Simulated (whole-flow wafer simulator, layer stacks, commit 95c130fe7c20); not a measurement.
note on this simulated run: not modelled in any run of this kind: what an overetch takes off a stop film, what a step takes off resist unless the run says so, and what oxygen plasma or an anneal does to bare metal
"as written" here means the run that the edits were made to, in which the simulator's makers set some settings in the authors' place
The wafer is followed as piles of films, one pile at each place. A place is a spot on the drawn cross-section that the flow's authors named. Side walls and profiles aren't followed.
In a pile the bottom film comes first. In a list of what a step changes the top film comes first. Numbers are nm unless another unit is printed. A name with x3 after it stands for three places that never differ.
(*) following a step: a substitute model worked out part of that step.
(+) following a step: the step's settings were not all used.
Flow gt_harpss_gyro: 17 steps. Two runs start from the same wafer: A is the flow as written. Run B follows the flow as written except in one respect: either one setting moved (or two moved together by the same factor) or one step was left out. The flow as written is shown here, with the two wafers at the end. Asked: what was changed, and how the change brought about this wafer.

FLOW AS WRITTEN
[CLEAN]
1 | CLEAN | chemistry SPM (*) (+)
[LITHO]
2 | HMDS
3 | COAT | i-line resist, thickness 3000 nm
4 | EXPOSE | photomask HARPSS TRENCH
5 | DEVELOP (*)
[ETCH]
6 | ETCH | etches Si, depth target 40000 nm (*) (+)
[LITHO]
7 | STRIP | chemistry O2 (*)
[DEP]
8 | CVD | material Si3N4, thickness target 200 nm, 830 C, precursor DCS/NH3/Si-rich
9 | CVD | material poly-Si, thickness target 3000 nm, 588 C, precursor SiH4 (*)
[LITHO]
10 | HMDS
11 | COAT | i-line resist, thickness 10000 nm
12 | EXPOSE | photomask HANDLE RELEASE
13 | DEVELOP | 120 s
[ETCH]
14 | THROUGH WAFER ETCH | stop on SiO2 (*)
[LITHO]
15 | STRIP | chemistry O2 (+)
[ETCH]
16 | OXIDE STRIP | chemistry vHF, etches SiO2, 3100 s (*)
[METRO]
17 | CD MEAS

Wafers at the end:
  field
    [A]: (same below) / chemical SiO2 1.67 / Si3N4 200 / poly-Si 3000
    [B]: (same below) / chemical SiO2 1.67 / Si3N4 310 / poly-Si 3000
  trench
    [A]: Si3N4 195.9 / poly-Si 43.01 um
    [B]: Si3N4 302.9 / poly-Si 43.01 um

The reason: step 8, CVD: thickness target 310 nm was run, though the flow has thickness target 200 nm.
The wafer itself shows it: field has Si3N4 310, and step 8 as written asks for 200 nm.

How this came from the change, step by step:
  8 | CVD | material Si3N4, thickness target 200 nm, 830 C, precursor DCS/NH3/Si-rich
      field: A +200 Si3N4 (new film) | B +310 Si3N4 (new film)
      trench: A +195.9 Si3N4 (new film) | B +302.9 Si3N4 (new film)
